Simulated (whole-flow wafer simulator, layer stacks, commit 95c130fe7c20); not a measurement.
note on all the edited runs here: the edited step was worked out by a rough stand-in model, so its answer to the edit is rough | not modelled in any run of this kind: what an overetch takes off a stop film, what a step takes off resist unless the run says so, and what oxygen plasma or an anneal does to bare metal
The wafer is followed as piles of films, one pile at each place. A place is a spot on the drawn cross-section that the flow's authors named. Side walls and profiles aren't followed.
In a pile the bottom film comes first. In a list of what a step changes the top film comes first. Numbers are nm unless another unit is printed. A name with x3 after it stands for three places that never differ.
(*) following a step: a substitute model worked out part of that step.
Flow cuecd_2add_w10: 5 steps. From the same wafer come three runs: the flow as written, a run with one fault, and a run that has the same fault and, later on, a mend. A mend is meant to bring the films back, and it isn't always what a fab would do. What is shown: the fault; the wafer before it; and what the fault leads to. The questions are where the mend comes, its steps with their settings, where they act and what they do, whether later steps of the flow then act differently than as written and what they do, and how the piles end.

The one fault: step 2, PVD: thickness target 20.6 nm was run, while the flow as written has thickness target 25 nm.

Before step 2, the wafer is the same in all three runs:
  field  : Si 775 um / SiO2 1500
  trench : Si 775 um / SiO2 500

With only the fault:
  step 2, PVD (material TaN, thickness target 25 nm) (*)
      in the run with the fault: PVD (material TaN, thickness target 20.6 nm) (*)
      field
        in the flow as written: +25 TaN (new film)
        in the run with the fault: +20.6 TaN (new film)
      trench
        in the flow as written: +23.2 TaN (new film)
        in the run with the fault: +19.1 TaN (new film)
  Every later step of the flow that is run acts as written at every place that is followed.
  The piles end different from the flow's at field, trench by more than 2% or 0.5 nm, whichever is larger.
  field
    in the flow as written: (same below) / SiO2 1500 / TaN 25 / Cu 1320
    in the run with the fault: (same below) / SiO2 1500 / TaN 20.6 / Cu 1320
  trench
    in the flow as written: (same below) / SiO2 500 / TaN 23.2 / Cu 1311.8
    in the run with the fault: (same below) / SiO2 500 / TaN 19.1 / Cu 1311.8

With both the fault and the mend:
  The mend follows step 2.
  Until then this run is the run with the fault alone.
  step 2a, PVD (material TaN, thickness target 4.4 nm) (*) (the flow's step 2, run once more with other settings)
      field
        +4.4 TaN
      trench
        +4.08 TaN
  Every later step of the flow that is run acts as written at every place that is followed.
  At every place that both follow, the piles at the end match the flow's.
